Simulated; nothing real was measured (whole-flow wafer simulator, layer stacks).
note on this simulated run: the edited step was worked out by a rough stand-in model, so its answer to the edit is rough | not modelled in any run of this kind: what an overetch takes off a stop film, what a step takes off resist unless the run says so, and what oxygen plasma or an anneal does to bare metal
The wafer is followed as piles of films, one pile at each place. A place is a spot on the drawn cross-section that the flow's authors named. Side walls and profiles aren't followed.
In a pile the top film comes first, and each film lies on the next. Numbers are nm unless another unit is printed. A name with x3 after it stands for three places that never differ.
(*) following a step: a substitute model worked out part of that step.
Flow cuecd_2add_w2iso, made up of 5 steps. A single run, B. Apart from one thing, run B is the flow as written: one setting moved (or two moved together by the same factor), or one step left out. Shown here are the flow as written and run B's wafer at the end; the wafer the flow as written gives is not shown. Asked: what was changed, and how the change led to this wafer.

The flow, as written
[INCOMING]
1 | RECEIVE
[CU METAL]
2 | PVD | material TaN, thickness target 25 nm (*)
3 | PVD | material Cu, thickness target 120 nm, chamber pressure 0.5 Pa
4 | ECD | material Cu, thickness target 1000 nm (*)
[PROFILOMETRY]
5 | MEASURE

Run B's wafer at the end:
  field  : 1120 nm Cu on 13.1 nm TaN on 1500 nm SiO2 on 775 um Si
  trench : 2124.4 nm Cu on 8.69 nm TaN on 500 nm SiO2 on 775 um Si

Cause: step 2, PVD: thickness target 13.1 nm was run, whereas the flow has thickness target 25 nm.
One can read it off the wafer: field has TaN 13.1, and step 2 as written asks for 25 nm.

The path from the change to this, step by step:
  2 | PVD | material TaN, thickness target 25 nm (*)
      field: TaN gains 13.1 (new film) (in the flow as written it would be: TaN gains 25 (new film))
      trench: TaN gains 8.69 (new film) (in the flow as written it would be: TaN gains 16.6 (new film))
